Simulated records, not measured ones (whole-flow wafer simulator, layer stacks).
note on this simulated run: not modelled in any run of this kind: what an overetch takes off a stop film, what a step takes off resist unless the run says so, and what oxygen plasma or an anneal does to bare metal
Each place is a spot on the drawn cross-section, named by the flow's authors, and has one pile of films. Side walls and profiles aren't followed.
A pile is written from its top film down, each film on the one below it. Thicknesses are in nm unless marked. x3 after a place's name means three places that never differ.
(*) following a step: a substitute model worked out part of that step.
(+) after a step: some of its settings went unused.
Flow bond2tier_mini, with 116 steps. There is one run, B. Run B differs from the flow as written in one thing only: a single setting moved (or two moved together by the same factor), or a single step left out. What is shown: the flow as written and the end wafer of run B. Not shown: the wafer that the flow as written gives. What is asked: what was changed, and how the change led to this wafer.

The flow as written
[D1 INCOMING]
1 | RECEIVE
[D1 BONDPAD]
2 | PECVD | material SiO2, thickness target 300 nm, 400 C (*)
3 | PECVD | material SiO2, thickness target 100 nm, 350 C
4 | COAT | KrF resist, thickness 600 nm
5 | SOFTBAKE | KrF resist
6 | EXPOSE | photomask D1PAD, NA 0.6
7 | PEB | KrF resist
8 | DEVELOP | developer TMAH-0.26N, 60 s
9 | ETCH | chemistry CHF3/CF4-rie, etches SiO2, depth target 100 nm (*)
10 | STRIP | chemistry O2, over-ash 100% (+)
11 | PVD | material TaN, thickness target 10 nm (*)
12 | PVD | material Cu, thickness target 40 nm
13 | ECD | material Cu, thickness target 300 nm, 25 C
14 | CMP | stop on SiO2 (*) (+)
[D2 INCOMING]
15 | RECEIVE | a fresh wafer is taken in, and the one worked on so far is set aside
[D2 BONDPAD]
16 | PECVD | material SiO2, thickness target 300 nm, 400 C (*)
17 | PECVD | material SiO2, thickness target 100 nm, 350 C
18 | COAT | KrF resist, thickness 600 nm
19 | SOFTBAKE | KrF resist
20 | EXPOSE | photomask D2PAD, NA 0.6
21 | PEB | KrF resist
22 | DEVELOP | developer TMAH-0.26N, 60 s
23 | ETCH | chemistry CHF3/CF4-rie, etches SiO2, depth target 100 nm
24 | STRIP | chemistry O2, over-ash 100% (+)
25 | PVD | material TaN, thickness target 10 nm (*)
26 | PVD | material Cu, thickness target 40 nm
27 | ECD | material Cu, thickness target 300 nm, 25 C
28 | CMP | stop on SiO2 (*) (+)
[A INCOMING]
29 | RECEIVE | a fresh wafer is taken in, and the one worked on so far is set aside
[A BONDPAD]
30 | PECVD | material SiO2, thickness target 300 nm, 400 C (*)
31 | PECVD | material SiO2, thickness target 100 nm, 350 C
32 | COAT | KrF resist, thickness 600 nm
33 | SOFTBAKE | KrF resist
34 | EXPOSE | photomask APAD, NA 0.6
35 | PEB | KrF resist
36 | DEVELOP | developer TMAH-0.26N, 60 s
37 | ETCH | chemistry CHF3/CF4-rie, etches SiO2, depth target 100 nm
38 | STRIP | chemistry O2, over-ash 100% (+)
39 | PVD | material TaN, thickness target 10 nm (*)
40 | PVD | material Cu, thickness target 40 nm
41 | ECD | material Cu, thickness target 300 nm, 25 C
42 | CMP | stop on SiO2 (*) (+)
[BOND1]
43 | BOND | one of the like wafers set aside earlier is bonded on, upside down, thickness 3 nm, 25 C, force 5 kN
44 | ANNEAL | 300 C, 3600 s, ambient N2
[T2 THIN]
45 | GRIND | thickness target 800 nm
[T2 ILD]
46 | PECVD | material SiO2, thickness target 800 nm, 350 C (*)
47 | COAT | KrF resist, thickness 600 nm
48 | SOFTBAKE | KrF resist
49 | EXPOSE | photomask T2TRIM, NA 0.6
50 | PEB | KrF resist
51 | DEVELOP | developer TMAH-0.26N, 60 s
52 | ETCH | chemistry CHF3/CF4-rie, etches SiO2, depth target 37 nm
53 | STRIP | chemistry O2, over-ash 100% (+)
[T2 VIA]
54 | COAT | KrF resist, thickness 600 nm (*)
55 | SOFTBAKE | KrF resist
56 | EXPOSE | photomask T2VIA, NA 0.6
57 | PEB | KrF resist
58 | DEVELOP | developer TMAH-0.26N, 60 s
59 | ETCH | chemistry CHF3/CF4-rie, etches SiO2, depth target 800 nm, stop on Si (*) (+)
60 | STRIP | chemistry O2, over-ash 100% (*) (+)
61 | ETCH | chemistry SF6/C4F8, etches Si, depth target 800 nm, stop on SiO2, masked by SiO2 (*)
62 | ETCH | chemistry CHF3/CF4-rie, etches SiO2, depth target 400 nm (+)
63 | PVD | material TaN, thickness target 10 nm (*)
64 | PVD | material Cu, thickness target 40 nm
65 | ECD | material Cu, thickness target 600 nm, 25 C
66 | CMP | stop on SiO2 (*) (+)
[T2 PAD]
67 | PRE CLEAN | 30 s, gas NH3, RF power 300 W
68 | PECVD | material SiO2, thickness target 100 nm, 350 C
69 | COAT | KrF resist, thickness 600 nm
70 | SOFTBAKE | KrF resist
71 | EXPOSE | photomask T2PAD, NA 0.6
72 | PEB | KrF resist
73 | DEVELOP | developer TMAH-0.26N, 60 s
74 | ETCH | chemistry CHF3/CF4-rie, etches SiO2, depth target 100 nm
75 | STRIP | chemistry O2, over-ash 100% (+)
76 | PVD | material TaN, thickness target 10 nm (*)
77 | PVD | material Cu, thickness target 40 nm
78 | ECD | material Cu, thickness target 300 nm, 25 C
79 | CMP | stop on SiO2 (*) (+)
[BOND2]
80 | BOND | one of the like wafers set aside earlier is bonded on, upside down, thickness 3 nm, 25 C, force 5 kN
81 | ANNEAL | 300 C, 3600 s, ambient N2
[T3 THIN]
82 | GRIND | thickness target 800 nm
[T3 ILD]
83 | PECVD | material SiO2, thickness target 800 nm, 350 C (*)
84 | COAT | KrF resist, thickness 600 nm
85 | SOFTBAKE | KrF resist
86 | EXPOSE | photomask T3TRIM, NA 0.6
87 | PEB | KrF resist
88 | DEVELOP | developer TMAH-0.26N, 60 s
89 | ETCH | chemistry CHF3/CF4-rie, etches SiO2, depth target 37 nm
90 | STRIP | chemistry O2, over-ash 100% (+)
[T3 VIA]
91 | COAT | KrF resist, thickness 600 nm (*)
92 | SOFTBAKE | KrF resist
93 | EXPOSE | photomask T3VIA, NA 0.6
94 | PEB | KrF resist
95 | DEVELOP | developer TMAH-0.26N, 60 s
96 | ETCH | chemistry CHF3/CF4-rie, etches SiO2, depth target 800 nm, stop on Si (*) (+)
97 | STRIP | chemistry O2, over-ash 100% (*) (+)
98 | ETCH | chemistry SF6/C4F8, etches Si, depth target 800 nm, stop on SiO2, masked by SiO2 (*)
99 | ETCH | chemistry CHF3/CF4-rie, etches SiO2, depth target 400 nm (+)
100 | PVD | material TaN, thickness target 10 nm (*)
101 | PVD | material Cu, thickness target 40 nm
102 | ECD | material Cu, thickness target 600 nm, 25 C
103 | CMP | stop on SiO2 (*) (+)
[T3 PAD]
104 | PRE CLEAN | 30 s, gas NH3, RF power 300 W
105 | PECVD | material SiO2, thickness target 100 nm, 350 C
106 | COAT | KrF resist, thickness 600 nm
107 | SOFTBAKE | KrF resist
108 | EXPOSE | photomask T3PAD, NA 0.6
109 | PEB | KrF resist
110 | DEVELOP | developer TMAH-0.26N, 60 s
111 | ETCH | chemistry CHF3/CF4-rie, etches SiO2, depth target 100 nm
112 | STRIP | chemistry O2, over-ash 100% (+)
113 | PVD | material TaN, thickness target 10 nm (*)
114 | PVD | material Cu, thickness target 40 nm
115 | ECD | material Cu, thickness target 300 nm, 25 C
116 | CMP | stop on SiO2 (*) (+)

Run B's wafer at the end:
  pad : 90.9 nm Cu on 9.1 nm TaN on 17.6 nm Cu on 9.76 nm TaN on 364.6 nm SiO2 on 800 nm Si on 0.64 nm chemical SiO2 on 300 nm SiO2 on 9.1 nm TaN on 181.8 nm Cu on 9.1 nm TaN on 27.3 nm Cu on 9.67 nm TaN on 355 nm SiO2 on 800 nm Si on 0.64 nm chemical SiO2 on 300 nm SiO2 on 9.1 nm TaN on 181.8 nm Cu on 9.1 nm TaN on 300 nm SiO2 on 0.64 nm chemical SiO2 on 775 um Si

Cause: step 89, ETCH: depth target 27.4 nm was run, whereas the flow has depth target 37 nm.

Step by step, how the change led to this:
  89 | ETCH | chemistry CHF3/CF4-rie, etches SiO2, depth target 37 nm
      field: -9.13 KrF resist (it would be, as written: -12.3 KrF resist)
      pad: -27.4 SiO2 (it would be, as written: -37 SiO2)
